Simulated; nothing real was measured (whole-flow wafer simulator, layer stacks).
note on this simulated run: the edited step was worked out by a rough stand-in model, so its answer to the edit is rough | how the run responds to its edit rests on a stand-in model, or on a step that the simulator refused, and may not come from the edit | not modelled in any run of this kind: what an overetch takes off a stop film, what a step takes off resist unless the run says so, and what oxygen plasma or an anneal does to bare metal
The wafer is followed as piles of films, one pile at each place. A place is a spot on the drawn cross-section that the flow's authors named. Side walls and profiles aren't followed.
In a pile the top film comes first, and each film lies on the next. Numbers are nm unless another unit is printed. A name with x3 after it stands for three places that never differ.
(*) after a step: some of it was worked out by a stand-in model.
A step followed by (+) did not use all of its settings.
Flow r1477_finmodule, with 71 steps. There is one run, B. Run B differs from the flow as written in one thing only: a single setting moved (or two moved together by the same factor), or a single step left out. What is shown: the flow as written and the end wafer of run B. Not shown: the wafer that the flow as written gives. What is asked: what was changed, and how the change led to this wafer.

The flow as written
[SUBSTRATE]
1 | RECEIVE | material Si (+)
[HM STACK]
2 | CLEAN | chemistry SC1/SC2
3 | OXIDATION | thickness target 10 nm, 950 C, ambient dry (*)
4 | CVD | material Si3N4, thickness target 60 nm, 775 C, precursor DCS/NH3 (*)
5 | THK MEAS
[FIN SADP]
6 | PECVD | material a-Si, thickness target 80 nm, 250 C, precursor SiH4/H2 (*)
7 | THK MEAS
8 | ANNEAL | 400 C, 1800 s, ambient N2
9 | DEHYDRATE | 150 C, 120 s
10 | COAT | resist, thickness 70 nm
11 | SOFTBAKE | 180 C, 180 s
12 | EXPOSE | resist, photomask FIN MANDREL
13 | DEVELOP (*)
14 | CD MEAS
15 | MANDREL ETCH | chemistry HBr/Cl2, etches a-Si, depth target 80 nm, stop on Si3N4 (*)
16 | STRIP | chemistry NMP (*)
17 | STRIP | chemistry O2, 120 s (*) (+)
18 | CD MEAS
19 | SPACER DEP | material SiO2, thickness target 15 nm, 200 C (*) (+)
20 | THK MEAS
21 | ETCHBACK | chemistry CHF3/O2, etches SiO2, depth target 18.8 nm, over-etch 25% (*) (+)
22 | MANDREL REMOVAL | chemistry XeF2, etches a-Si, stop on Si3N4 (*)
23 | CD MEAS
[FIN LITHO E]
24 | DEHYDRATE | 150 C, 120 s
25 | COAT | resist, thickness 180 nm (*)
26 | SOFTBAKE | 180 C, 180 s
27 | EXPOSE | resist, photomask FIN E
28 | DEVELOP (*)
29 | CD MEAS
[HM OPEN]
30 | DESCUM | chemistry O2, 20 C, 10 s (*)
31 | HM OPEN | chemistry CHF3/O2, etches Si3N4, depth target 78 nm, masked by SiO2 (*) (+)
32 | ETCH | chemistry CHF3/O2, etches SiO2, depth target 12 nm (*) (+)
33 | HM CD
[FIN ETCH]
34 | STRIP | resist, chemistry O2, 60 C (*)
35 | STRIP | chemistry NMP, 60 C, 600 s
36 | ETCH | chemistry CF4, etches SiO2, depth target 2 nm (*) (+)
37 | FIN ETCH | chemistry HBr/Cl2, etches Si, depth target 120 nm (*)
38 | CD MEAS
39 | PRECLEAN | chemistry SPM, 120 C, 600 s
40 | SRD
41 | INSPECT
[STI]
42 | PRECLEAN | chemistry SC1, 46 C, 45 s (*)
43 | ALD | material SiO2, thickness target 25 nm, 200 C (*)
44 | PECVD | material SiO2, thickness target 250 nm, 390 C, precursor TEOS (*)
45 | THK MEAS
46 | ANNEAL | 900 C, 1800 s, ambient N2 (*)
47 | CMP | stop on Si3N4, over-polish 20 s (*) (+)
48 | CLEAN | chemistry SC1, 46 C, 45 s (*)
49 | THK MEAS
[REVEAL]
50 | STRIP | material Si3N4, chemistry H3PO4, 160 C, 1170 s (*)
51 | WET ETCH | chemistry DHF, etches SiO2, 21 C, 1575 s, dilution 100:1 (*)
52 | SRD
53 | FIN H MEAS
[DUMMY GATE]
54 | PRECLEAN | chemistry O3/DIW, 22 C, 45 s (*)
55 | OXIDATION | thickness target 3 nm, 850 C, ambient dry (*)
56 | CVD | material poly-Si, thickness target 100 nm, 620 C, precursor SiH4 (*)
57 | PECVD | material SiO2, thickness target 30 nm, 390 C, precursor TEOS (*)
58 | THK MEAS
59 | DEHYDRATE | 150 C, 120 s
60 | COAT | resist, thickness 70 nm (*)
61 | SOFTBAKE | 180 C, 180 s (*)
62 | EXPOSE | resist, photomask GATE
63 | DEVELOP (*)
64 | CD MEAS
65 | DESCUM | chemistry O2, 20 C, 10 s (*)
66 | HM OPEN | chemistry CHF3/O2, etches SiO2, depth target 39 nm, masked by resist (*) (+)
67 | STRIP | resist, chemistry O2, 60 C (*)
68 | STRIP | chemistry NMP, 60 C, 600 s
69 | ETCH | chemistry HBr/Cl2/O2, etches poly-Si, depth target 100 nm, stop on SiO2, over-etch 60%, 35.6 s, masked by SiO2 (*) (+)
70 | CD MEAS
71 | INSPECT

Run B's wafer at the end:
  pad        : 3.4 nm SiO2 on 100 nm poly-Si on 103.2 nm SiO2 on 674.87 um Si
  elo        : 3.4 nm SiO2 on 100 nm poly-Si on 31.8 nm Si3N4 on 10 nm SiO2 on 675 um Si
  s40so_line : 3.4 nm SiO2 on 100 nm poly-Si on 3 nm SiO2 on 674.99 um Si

The reason: step 57, PECVD: thickness target 47.7 nm was run, though the flow has thickness target 30 nm.

How this came from the change, step by step:
  57 | PECVD | material SiO2, thickness target 30 nm, 390 C, precursor TEOS (*)
      pad, padg, elg and 33 more: SiO2 gains 47.7 (new film) (in the flow as written it would be: SiO2 gains 30 (new film))
  66 | HM OPEN | chemistry CHF3/O2, etches SiO2, depth target 39 nm, masked by resist (*) (+)
      pad, elo, eso and 15 more: SiO2 loses 39 (in the flow as written it would be: SiO2 loses 30 (all of it), poly-Si loses 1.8)
  67 | STRIP | resist, chemistry O2, 60 C (*)
      pad, elo, eso and 15 more: nothing (in the flow as written it would be: chemical SiO2 gains 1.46 (new film), poly-Si loses 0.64)
  69 | ETCH | chemistry HBr/Cl2/O2, etches poly-Si, depth target 100 nm, stop on SiO2, over-etch 60%, 35.6 s, masked by SiO2 (*) (+)
      pad, eso, e40so and 8 more: SiO2 loses 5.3 (in the flow as written it would be: chemical SiO2 loses 1.46 (all of it), poly-Si loses 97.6 (all of it), SiO2 loses 0.42)
      elo, e40lo, e100lo, e200lo: SiO2 loses 5.3 (in the flow as written it would be: chemical SiO2 loses 1.46 (all of it), poly-Si loses 97.6 (all of it), Si3N4 loses 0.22)
      (also at 3 further places)
